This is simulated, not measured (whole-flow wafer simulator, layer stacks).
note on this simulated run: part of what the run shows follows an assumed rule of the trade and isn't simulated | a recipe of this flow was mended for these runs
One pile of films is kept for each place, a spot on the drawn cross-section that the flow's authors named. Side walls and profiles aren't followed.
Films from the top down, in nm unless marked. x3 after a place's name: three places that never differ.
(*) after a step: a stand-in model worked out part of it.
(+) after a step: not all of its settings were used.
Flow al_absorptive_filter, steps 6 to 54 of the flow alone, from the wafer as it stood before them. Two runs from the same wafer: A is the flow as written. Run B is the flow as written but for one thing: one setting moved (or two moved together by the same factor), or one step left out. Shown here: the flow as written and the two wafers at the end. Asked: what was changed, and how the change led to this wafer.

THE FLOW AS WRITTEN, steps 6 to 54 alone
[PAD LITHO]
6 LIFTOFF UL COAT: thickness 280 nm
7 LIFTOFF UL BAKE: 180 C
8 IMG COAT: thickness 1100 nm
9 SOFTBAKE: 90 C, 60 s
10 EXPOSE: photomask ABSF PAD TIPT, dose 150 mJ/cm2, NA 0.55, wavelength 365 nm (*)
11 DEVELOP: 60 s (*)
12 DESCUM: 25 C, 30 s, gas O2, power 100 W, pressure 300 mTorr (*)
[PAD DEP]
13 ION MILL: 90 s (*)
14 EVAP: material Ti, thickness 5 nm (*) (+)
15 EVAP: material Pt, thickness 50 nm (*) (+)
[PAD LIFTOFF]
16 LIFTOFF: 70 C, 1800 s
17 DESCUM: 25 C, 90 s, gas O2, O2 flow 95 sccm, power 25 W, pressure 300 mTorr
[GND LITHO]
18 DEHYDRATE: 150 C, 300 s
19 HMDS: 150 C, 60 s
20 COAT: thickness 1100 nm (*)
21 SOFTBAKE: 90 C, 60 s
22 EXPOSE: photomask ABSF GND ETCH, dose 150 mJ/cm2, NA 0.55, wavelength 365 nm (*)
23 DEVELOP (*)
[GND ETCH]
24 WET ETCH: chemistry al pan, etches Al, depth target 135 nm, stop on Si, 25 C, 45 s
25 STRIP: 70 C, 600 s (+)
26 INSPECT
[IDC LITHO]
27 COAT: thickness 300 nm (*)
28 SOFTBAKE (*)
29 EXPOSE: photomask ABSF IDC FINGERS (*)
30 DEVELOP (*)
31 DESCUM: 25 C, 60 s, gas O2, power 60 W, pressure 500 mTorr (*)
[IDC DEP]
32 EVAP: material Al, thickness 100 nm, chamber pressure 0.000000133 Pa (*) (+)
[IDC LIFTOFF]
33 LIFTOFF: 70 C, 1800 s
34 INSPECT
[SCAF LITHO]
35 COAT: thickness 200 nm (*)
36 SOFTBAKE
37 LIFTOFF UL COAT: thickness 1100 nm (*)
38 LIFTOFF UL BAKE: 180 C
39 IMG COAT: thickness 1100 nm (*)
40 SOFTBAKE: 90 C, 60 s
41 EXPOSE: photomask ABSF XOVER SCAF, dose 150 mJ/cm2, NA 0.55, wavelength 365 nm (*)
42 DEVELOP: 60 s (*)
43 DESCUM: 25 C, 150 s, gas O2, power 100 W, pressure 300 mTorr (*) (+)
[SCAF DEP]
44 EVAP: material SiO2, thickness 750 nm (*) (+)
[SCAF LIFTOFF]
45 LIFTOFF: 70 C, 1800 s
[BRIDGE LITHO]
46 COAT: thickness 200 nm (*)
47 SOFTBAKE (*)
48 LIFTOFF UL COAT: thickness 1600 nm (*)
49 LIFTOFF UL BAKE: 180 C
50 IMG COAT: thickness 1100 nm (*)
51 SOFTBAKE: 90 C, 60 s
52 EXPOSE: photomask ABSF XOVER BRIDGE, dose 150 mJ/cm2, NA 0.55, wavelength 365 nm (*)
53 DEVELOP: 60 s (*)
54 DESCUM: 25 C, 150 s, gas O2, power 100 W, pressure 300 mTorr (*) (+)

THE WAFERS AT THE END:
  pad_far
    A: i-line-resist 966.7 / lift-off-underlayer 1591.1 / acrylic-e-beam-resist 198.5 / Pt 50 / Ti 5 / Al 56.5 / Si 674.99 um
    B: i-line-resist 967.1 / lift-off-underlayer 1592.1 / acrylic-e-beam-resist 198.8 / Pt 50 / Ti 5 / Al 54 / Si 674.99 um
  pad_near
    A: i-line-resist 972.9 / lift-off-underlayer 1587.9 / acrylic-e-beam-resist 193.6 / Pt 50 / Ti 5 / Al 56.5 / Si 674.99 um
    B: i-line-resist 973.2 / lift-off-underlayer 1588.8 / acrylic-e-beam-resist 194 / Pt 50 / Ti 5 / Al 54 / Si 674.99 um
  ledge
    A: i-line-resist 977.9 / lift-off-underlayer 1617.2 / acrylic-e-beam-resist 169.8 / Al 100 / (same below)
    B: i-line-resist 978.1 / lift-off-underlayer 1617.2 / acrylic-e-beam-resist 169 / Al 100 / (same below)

The cause: step 11, DEVELOP: 67.5 s was run, where the flow has 60 s.

How the change led to this, step by step:
  11 DEVELOP: 60 s (*)
      pad_far, pad_near: A i-line-resist -1100 (all of it), lift-off-underlayer -280 (all of it), Al -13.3 | B i-line-resist -1100 (all of it), lift-off-underlayer -280 (all of it), Al -15.8
